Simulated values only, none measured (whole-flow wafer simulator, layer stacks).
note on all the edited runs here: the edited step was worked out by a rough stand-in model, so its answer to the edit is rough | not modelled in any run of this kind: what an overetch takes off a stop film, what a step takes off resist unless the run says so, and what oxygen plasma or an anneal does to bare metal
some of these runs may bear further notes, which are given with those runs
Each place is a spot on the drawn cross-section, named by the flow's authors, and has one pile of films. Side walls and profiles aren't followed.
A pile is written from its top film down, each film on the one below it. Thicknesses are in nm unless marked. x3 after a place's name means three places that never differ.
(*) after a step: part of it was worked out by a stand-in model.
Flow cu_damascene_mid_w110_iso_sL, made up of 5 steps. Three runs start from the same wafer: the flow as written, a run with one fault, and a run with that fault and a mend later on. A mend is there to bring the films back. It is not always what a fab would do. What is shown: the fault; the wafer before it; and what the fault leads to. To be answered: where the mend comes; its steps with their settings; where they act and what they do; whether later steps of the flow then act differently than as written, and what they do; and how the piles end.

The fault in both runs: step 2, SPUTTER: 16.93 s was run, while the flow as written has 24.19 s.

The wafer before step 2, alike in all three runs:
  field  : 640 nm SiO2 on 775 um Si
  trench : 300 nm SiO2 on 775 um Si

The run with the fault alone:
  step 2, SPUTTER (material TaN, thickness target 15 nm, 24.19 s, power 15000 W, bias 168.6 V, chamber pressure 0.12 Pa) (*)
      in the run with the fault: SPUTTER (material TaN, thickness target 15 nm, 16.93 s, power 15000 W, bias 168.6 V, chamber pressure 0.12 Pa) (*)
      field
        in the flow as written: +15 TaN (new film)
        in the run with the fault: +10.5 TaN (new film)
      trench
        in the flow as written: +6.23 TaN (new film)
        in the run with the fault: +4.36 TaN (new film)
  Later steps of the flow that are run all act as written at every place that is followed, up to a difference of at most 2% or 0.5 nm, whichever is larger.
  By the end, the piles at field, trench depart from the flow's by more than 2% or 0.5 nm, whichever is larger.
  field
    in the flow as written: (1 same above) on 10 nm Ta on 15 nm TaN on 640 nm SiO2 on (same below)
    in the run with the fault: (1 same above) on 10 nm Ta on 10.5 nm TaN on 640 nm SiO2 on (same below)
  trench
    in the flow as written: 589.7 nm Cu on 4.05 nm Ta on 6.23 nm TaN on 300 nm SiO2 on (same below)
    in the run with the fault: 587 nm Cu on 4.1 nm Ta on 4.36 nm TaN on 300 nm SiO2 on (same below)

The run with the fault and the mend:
  After step 2 comes the mend.
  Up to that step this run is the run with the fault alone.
  step 2a, SPUTTER (material TaN, thickness target 15 nm, 7.26 s, power 15000 W, bias 168.6 V, chamber pressure 0.12 Pa) (*) (a further turn of the flow's step 2, with different settings)
      field
        +4.5 TaN
      trench
        +1.8 TaN
  Later steps of the flow that are run all act as written at every place that is followed, up to a difference of at most 2% or 0.5 nm, whichever is larger.
  The piles end only slightly different from the flow's at the places that both follow, by no more than 2% or 0.5 nm, whichever is larger.
